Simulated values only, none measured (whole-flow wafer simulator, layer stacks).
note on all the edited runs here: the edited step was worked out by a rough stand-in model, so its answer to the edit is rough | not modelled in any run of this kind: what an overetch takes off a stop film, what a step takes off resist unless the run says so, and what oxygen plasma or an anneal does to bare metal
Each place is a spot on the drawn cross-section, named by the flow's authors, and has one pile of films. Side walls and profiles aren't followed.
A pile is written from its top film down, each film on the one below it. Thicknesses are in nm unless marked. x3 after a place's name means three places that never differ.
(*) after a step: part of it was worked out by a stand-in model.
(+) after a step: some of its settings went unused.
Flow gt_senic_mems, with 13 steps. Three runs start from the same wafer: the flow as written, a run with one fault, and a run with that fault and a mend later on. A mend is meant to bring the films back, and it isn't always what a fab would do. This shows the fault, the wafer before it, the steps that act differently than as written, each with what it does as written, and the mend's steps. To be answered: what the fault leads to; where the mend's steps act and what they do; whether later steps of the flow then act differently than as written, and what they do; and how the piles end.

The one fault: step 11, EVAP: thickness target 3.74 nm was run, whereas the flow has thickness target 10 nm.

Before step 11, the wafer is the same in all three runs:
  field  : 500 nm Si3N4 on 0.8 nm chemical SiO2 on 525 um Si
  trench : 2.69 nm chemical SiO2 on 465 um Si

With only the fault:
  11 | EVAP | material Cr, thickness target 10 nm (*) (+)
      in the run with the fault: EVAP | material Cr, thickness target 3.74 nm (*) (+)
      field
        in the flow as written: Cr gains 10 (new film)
        in the run with the fault: Cr gains 3.74 (new film)
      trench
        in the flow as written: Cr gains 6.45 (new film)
        in the run with the fault: Cr gains 2.42 (new film)
  Every later step of the flow that is run acts as written at every place that is followed.
  The piles end different from the flow's at field, trench by more than 2% or 0.5 nm, whichever is larger.
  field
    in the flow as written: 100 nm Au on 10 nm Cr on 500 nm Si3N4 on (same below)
    in the run with the fault: 100 nm Au on 3.74 nm Cr on 500 nm Si3N4 on (same below)
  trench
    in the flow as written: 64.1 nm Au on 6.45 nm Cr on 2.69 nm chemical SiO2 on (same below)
    in the run with the fault: 64.1 nm Au on 2.42 nm Cr on 2.69 nm chemical SiO2 on (same below)

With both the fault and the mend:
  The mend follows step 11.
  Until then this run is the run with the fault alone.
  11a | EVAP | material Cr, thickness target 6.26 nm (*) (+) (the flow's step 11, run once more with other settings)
      field
        Cr gains 6.26
      trench
        Cr gains 4.04
  Every later step of the flow that is run acts as written at every place that is followed.
  When the end is reached, the piles differ only a little from the flow's at the places that both follow, at most by 2% or 0.5 nm, whichever is larger.
